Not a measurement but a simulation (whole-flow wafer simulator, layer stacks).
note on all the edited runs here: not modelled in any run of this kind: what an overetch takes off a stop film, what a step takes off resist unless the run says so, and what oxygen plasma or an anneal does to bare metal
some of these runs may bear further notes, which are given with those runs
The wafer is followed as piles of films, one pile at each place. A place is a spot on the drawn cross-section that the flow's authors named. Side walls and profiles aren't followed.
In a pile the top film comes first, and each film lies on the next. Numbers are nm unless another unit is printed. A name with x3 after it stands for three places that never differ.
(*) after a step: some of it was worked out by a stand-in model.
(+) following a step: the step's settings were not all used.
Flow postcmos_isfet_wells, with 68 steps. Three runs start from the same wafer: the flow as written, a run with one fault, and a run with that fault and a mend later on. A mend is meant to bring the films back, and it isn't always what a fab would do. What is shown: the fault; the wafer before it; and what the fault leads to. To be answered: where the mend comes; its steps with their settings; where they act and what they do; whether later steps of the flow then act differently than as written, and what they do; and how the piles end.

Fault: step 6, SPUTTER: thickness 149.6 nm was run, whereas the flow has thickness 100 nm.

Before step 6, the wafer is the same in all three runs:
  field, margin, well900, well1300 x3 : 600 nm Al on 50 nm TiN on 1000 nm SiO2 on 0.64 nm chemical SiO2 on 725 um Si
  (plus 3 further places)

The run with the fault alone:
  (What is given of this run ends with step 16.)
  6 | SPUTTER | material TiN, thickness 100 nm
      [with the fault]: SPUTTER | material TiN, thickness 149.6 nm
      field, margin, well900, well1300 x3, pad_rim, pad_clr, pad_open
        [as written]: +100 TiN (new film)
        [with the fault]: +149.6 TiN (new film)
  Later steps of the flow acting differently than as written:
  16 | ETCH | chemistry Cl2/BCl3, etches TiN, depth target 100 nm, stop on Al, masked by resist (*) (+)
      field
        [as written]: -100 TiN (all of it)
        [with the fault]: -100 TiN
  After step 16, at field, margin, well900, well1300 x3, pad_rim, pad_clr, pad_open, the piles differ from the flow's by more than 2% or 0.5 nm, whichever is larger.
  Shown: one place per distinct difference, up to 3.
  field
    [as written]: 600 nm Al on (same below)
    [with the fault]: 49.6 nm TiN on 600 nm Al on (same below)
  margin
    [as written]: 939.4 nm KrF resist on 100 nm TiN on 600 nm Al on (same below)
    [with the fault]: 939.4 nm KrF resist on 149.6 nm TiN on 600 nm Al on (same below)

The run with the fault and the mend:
  The mend follows step 6.
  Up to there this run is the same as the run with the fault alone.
  6a | ETCH | chemistry peroxide tin strip, depth target 49.6 nm
      field, margin, well900, well1300 x3, pad_rim, pad_clr, pad_open
        -49.6 TiN
  Every later step of the flow that is run acts as written at every place that is followed.
  The piles end the same as the flow's at every place that both follow.
